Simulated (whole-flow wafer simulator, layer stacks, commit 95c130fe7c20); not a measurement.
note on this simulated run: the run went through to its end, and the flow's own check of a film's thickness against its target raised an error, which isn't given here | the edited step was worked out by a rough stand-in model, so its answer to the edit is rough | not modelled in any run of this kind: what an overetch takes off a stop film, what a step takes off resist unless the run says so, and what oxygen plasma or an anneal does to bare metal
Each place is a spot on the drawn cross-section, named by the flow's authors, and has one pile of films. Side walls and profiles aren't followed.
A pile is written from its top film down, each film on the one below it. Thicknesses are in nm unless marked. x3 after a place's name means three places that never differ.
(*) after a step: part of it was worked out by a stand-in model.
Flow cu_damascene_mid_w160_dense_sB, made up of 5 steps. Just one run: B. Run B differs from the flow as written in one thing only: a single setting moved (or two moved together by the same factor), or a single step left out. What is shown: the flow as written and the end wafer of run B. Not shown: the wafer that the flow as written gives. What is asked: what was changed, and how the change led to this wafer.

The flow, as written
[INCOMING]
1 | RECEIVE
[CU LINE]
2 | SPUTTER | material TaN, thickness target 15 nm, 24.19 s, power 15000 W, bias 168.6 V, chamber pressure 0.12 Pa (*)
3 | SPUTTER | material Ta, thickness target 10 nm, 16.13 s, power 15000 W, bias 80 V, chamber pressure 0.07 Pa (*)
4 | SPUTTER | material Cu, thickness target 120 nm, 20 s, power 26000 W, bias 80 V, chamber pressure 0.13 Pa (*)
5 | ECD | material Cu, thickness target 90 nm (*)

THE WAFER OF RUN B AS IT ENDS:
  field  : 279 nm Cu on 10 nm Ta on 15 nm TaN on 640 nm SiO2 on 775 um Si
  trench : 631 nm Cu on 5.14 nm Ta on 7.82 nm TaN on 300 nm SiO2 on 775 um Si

Cause: step 4, SPUTTER: thickness target 189 nm was run, though the flow has thickness target 120 nm; step 4, SPUTTER: 31.5 s was run, where the flow has 20 s.

How this came from the change, step by step:
  4 | SPUTTER | material Cu, thickness target 120 nm, 20 s, power 26000 W, bias 80 V, chamber pressure 0.13 Pa (*)
      field: +189 Cu (new film) (as written it would have been: +120 Cu (new film))
      trench: +97.7 Cu (new film) (as written it would have been: +62 Cu (new film))
  5 | ECD | material Cu, thickness target 90 nm (*)
      trench: +533.4 Cu (as written it would have been: +500 Cu)
